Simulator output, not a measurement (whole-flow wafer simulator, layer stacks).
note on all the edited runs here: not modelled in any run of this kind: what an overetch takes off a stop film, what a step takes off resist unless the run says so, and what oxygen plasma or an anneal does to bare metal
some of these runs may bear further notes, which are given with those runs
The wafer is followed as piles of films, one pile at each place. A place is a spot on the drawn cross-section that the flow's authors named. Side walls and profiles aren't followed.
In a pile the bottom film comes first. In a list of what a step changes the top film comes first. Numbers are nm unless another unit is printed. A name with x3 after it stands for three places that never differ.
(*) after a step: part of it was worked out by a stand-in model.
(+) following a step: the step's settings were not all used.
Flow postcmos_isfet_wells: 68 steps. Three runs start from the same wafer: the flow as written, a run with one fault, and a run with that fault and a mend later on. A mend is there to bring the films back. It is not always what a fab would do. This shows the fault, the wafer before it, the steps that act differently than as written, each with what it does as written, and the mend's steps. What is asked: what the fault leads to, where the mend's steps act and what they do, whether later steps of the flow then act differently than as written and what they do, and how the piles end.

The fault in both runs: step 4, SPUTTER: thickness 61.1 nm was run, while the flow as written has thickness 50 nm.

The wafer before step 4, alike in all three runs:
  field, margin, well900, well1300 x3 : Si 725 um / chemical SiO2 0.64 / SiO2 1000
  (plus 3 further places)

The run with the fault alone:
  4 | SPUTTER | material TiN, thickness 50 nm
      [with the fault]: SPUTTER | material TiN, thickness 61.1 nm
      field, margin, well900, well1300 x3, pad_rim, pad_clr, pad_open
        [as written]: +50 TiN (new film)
        [with the fault]: +61.1 TiN (new film)
  Later steps of the flow acting differently than as written (1 other step is not shown; it differs only slightly, by no more than 2% or 0.5 nm, whichever is larger):
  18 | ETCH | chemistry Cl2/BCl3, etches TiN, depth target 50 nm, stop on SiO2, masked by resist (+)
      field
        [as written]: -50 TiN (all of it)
        [with the fault]: -50 TiN
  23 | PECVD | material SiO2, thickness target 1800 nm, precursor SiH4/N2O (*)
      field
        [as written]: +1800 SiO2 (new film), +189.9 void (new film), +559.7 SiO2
        [with the fault]: +1800 SiO2 (new film), +190.2 void (new film), +559.8 SiO2 (new film)
  The piles end different from the flow's at field, margin, well900, well1300 x3, pad_rim, pad_clr, pad_open by more than 2% or 0.5 nm, whichever is larger.
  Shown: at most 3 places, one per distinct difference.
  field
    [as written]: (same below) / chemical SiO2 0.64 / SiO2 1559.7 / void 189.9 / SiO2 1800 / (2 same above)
    [with the fault]: (same below) / chemical SiO2 0.64 / SiO2 1000 / TiN 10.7 / SiO2 559.8 / void 190.2 / SiO2 1800 / (2 same above)
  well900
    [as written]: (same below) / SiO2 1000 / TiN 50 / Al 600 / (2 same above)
    [with the fault]: (same below) / SiO2 1000 / TiN 61.1 / Al 600 / (2 same above)
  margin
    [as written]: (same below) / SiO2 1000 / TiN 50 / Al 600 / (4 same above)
    [with the fault]: (same below) / SiO2 1000 / TiN 61.1 / Al 600 / (4 same above)

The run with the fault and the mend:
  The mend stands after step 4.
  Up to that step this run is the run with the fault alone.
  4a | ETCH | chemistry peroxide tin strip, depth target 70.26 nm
      field, margin, well900, well1300 x3, pad_rim, pad_clr, pad_open
        -61.1 TiN (all of it)
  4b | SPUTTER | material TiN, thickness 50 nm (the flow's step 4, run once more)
      field, margin, well900, well1300 x3, pad_rim, pad_clr, pad_open
        +50 TiN (new film)
  Every later step of the flow that is run acts as written at every place that is followed.
  By the end, the piles equal the flow's at every place that both follow.
